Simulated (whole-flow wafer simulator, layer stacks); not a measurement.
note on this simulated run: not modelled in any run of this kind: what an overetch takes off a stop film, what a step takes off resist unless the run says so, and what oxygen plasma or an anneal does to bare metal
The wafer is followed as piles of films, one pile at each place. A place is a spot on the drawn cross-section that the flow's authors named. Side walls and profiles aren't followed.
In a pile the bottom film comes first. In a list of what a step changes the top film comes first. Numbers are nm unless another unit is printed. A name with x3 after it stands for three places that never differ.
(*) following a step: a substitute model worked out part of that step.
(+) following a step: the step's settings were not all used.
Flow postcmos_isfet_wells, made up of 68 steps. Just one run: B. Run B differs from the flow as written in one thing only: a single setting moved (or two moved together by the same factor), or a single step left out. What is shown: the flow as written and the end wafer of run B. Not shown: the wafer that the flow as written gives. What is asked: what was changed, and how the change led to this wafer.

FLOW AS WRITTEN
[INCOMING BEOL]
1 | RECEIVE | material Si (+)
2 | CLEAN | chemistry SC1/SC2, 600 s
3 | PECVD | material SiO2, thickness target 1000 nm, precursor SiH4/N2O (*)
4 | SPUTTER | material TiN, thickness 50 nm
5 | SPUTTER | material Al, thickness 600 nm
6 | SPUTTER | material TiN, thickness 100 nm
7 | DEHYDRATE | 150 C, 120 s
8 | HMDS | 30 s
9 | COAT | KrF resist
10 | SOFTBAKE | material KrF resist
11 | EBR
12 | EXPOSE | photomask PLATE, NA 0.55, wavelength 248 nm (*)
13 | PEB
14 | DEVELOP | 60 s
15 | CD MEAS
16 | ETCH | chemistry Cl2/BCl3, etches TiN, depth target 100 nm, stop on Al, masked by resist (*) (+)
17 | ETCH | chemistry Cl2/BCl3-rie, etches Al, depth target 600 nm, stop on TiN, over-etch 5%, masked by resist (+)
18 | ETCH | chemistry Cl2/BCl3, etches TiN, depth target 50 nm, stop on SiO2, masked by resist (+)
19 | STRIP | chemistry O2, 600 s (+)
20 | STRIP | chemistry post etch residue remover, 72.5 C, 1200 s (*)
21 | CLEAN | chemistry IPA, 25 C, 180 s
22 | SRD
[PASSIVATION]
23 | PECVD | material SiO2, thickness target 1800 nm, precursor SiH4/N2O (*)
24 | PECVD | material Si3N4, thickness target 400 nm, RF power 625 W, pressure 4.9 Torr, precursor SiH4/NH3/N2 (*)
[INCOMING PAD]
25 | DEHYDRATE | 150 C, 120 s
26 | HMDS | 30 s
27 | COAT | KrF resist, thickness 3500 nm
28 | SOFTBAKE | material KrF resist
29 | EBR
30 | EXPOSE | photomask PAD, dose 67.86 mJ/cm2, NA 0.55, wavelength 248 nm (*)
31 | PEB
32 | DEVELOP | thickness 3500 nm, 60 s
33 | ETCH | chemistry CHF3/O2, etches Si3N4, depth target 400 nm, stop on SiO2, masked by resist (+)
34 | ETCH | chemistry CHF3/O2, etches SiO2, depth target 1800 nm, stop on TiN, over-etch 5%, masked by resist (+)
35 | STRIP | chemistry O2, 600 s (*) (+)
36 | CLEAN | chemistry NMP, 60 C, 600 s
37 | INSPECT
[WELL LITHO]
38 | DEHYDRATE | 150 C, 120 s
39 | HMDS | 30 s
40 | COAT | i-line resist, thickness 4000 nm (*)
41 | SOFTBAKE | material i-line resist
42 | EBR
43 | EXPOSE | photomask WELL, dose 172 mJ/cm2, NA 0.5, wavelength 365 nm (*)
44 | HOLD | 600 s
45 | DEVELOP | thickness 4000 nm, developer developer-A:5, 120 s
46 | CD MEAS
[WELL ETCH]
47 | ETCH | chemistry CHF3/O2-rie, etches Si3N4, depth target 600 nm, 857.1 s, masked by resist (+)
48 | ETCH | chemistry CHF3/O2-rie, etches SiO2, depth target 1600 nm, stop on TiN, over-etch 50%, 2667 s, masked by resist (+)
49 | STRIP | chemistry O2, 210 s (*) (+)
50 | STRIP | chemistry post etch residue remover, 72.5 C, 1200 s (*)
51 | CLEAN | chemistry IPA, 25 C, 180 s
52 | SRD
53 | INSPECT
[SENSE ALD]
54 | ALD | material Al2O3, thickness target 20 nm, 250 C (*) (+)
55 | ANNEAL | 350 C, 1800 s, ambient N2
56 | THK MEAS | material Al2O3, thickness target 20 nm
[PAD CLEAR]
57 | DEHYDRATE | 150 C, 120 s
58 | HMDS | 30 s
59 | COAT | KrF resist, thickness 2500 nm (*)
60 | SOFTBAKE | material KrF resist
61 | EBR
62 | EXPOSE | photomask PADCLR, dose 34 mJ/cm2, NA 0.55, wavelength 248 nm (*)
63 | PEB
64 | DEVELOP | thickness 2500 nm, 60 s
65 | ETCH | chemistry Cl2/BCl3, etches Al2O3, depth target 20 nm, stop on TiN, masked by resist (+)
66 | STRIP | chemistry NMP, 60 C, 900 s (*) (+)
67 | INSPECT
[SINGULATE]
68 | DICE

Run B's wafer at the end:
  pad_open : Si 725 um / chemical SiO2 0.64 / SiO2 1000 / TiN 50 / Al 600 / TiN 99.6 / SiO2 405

The reason: step 34, ETCH: depth target 1395 nm was run, though the flow has depth target 1800 nm.

The path from the change to this, step by step:
  34 | ETCH | chemistry CHF3/O2, etches SiO2, depth target 1800 nm, stop on TiN, over-etch 5%, masked by resist (+)
      pad_open: -1395 SiO2 (in the flow as written it would be: -1800 SiO2 (all of it))
      field, margin, well900, well1300 x3, pad_rim, pad_clr: -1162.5 KrF resist (in the flow as written it would be: -1500 KrF resist)
  35 | STRIP | chemistry O2, 600 s (*) (+)
      field, margin, well900, well1300 x3, pad_rim, pad_clr: -1950.8 KrF resist (all of it) (in the flow as written it would be: -1613.3 KrF resist (all of it))
  40 | COAT | i-line resist, thickness 4000 nm (*)
      pad_clr: +3384.6 i-line resist (new film) (in the flow as written it would be: +3256.8 i-line resist (new film))
      pad_open: +4658.8 i-line resist (new film) (in the flow as written it would be: +4804.7 i-line resist (new film))
  41 | SOFTBAKE | material i-line resist
      pad_clr: -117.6 i-line resist (in the flow as written it would be: -156.7 i-line resist)
      pad_open: +96.9 i-line resist (in the flow as written it would be: +115.3 i-line resist)
  49 | STRIP | chemistry O2, 210 s (*) (+)
      pad_clr: -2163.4 i-line resist (all of it) (in the flow as written it would be: -1996.5 i-line resist (all of it))
      pad_open: -3652 i-line resist (all of it) (in the flow as written it would be: -3816.3 i-line resist (all of it))
  59 | COAT | KrF resist, thickness 2500 nm (*)
      pad_rim: +2068.8 KrF resist (new film) (in the flow as written it would be: +1976.4 KrF resist (new film))
      pad_clr: +1828.6 KrF resist (new film) (in the flow as written it would be: +1691.6 KrF resist (new film))
      (and at 1 other place as well)
  60 | SOFTBAKE | material KrF resist
      pad_clr: -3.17 KrF resist (in the flow as written it would be: -3.77 KrF resist)
  63 | PEB
      pad_rim: -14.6 KrF resist (in the flow as written it would be: -13.9 KrF resist)
      pad_clr: -12.8 KrF resist (in the flow as written it would be: -11.8 KrF resist)
      (and at 1 other place as well)
  64 | DEVELOP | thickness 2500 nm, 60 s
      pad_clr: -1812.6 KrF resist (all of it) (in the flow as written it would be: -1676 KrF resist (all of it))
      pad_open: -2943.7 KrF resist (all of it) (in the flow as written it would be: -3045.1 KrF resist (all of it))
  66 | STRIP | chemistry NMP, 60 C, 900 s (*) (+)
      pad_rim: -2015.3 KrF resist (all of it) (in the flow as written it would be: -1923.7 KrF resist (all of it))
